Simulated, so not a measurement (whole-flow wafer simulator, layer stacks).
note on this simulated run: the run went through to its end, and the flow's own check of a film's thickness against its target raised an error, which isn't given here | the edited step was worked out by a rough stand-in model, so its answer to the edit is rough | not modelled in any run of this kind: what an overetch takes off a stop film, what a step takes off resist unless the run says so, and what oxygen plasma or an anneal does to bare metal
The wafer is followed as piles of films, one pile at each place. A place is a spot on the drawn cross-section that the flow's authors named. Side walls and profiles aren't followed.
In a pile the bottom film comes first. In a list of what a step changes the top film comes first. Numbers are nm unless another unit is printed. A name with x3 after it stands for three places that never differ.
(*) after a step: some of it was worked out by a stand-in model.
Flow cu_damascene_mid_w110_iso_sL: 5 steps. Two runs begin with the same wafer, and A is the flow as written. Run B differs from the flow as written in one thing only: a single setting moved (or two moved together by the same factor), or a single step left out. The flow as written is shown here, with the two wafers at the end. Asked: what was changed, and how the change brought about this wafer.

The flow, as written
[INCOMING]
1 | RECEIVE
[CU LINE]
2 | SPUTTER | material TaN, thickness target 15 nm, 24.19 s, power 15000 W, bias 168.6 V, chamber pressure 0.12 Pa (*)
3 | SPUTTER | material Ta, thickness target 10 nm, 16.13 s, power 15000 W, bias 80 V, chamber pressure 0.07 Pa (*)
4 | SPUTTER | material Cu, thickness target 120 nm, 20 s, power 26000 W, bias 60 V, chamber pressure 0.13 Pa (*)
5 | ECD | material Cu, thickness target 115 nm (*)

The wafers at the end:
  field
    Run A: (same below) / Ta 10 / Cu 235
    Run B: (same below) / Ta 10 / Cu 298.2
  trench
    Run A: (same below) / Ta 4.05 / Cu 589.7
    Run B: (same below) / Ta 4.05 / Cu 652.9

Cause: step 5, ECD: thickness target 178.2 nm was run, though the flow has thickness target 115 nm.

Step by step, how the change led to this:
  5 | ECD | material Cu, thickness target 115 nm (*)
      field: A Cu gains 115 | B Cu gains 178.2
      trench: A Cu gains 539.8 | B Cu gains 603
